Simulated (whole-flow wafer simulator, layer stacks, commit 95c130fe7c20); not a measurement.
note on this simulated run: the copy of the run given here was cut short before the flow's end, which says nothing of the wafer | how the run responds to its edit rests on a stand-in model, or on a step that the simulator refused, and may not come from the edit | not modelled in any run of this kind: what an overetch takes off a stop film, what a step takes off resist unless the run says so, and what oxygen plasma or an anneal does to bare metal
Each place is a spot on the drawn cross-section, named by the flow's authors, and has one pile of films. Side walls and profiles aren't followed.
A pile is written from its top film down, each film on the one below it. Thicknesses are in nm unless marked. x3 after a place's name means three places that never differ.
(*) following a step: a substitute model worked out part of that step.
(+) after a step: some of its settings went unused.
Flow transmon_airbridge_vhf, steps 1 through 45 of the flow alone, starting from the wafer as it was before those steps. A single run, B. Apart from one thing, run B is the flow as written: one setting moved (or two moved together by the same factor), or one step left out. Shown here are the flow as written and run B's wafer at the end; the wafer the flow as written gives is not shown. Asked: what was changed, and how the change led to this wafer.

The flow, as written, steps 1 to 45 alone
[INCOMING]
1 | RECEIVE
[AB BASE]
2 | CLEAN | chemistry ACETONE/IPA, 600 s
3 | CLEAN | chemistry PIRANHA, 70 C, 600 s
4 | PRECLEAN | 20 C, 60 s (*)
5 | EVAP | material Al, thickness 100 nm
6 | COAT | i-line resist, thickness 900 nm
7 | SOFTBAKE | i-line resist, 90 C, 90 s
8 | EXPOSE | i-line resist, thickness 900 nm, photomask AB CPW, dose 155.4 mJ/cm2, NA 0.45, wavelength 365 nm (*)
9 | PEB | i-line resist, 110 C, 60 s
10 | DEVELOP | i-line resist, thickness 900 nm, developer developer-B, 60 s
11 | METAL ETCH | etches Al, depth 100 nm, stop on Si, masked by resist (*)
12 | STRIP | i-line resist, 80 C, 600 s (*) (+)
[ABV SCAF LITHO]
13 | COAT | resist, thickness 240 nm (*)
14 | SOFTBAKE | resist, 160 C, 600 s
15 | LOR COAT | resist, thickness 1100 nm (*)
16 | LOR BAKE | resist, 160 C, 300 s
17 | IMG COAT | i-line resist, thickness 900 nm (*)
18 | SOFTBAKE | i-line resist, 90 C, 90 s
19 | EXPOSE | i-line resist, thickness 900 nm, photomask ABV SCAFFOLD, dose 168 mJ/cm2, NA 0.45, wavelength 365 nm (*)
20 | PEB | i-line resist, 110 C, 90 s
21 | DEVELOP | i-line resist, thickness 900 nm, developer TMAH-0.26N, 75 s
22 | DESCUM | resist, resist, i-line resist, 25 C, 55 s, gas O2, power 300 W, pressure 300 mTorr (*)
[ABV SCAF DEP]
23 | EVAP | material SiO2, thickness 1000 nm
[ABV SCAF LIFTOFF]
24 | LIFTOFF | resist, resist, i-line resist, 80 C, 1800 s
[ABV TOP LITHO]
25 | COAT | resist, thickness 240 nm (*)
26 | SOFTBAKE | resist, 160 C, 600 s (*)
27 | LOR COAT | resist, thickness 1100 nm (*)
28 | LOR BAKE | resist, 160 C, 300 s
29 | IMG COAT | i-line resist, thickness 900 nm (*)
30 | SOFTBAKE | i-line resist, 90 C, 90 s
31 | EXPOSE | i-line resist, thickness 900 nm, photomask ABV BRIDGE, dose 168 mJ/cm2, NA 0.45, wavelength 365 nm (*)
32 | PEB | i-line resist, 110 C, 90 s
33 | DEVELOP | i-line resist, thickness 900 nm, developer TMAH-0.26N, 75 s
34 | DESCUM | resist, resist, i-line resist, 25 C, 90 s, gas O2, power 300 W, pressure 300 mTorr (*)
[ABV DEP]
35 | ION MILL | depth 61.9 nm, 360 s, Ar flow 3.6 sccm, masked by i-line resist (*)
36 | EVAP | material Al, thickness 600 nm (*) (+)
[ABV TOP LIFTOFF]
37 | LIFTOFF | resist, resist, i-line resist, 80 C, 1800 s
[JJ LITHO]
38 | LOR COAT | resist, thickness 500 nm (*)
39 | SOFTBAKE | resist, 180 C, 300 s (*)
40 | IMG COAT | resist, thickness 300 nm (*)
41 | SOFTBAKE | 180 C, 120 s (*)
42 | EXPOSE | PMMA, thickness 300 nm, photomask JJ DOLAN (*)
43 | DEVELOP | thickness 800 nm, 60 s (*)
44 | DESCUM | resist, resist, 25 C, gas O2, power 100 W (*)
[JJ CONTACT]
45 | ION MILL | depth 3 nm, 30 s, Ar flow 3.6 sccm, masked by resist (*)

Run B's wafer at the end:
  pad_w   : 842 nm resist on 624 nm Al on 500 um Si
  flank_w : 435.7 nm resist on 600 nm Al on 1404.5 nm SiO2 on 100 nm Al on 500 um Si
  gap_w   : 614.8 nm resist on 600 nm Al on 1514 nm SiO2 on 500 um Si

Cause: step 23, EVAP: thickness 1550 nm was run, while the flow as written has thickness 1000 nm.

How this came from the change, step by step:
  23 | EVAP | material SiO2, thickness 1000 nm
      field x3, jj_line, ground_far and 10 more: SiO2 gains 1550 (new film) (it would be, as written: SiO2 gains 1000 (new film))
      flank_w, flank_e: SiO2 gains 1440.4 (new film) (it would be, as written: SiO2 gains 929.3 (new film))
  24 | LIFTOFF | resist, resist, i-line resist, 80 C, 1800 s
      field x3, jj_line, trace_open_s x2: SiO2 loses 1550 (all of it), i-line resist loses 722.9 (all of it), resist loses 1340 (all of it) (it would be, as written: SiO2 loses 1000 (all of it), i-line resist loses 722.9 (all of it), resist loses 1340 (all of it))
      pad_w, pad_e: SiO2 loses 1550 (all of it), i-line resist loses 718 (all of it), resist loses 1330.2 (all of it) (it would be, as written: SiO2 loses 1000 (all of it), i-line resist loses 718 (all of it), resist loses 1330.2 (all of it))
      (as well as at 1 more place)
  25 | COAT | resist, thickness 240 nm (*)
      flank_w, flank_e: resist gains 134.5 (new film) (it would be, as written: resist gains 152.6 (new film))
      gap_w, gap_e: resist gains 187.8 (new film) (it would be, as written: resist gains 210.7 (new film))
      (as well as at 6 more places)
  27 | LOR COAT | resist, thickness 1100 nm (*)
      gap_w, gap_e: resist gains 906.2 (it would be, as written: resist gains 977.8)
      margin_s, margin_n: resist gains 707.1 (it would be, as written: resist gains 823.4)
      (as well as at 6 more places)
  29 | IMG COAT | i-line resist, thickness 900 nm (*)
      gap_w, gap_e: i-line resist gains 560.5 (new film) (it would be, as written: i-line resist gains 681.7 (new film))
      margin_s, margin_n: i-line resist gains 432 (new film) (it would be, as written: i-line resist gains 603.2 (new film))
      (as well as at 7 more places)
  32 | PEB | i-line resist, 110 C, 90 s
      pad_w, pad_e: i-line resist loses 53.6 (it would be, as written: i-line resist loses 51)
      flank_w, flank_e: i-line resist loses 32.6 (it would be, as written: i-line resist loses 38.3)
      (as well as at 7 more places)
  33 | DEVELOP | i-line resist, thickness 900 nm, developer TMAH-0.26N, 75 s
      gap_w, gap_e: i-line resist loses 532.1 (all of it), resist loses 906.2 (it would be, as written: i-line resist loses 646.9 (all of it), resist loses 977.8)
      pad_w: i-line resist loses 983.6 (all of it), resist loses 1333.5 (it would be, as written: i-line resist loses 937.2 (all of it), resist loses 1247.8)
      (as well as at 5 more places)
  34 | DESCUM | resist, resist, i-line resist, 25 C, 90 s, gas O2, power 300 W, pressure 300 mTorr (*)
      flank_w, flank_e: resist loses 134.5 (all of it) (it would be, as written: resist loses 152.6 (all of it))
      gap_w, gap_e: resist loses 187.8 (all of it) (it would be, as written: resist loses 210.7 (all of it))
      (as well as at 4 more places)
  37 | LIFTOFF | resist, resist, i-line resist, 80 C, 1800 s
      margin_s, margin_n: Al loses 600 (all of it), i-line resist loses 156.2 (all of it), resist loses 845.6 (all of it) (it would be, as written: Al loses 600 (all of it), i-line resist loses 318.3 (all of it), resist loses 992 (all of it))
      ground_far: Al loses 600 (all of it), i-line resist loses 786 (all of it), resist loses 1398.9 (all of it) (it would be, as written: Al loses 600 (all of it), i-line resist loses 717.9 (all of it), resist loses 1384.9 (all of it))
  38 | LOR COAT | resist, thickness 500 nm (*)
      pad_w, pad_e: resist gains 554 (new film) (it would be, as written: resist gains 517 (new film))
      flank_w, flank_e: resist gains 272 (new film) (it would be, as written: resist gains 306.5 (new film))
      (as well as at 6 more places)
  40 | IMG COAT | resist, thickness 300 nm (*)
      pad_w, pad_e: resist gains 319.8 (it would be, as written: resist gains 300.1)
      flank_w, flank_e: resist gains 195.5 (it would be, as written: resist gains 212.1)
      (as well as at 6 more places)
